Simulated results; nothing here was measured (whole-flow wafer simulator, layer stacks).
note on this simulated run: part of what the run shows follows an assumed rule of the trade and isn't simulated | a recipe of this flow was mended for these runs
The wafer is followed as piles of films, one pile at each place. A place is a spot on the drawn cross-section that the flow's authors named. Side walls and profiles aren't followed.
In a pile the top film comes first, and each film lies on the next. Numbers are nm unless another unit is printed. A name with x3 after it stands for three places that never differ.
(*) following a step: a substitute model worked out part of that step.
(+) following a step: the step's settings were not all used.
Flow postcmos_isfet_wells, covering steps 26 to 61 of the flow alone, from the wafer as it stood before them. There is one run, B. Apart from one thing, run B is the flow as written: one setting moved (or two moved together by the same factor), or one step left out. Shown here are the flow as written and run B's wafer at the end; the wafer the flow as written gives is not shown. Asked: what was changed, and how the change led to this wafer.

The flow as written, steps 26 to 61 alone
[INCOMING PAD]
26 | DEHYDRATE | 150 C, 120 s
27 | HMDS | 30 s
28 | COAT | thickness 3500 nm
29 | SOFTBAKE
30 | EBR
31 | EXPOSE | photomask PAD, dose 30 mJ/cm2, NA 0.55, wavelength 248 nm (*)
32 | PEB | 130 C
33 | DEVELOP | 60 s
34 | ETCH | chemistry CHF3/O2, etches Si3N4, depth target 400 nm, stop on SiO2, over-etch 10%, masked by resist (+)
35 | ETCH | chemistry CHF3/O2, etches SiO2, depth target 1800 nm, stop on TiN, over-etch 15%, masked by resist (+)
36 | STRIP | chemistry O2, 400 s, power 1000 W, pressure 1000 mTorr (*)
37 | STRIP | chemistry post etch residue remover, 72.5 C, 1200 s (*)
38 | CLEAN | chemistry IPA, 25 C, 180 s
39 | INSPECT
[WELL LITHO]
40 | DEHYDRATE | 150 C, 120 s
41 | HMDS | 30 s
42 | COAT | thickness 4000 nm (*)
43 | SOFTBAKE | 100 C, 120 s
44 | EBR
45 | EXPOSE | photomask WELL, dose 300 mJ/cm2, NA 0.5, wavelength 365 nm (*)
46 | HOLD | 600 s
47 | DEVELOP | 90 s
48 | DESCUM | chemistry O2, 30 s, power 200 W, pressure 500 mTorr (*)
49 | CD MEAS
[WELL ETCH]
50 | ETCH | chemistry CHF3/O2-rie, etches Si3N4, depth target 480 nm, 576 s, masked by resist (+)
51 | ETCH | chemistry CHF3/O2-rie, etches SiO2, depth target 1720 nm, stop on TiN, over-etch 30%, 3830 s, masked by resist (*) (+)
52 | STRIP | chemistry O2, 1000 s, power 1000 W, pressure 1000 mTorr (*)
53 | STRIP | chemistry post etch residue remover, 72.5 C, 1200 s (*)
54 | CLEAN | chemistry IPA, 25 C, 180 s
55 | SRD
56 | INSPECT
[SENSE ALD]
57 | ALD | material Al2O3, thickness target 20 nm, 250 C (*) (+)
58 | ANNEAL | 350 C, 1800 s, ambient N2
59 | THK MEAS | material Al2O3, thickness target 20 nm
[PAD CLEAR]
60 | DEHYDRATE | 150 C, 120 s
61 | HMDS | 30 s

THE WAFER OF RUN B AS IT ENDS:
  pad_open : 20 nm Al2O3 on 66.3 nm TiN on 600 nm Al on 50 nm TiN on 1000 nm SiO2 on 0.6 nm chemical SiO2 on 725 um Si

Cause: step 34, ETCH: depth target 580 nm was run, whereas the flow has depth target 400 nm.

How this came from the change, step by step:
  34 | ETCH | chemistry CHF3/O2, etches Si3N4, depth target 400 nm, stop on SiO2, over-etch 10%, masked by resist (+)
      field, margin x2, well900 x4, pad_clr: thick-KrF-resist loses 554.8 (as written it would have been: thick-KrF-resist loses 382.6)
      pad_open: Si3N4 loses 400 (all of it), SiO2 loses 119 (as written it would have been: Si3N4 loses 400 (all of it), SiO2 loses 20)
  35 | ETCH | chemistry CHF3/O2, etches SiO2, depth target 1800 nm, stop on TiN, over-etch 15%, masked by resist (+)
      field, margin x2, well900 x4, pad_clr: thick-KrF-resist loses 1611 (as written it would have been: thick-KrF-resist loses 1705.8)
      pad_open: SiO2 loses 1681 (all of it), TiN loses 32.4 (as written it would have been: SiO2 loses 1780 (all of it), TiN loses 24.2)
  36 | STRIP | chemistry O2, 400 s, power 1000 W, pressure 1000 mTorr (*)
      field, margin x2, well900 x4, pad_clr: thick-KrF-resist loses 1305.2 (all of it) (as written it would have been: thick-KrF-resist loses 1382.5 (all of it))
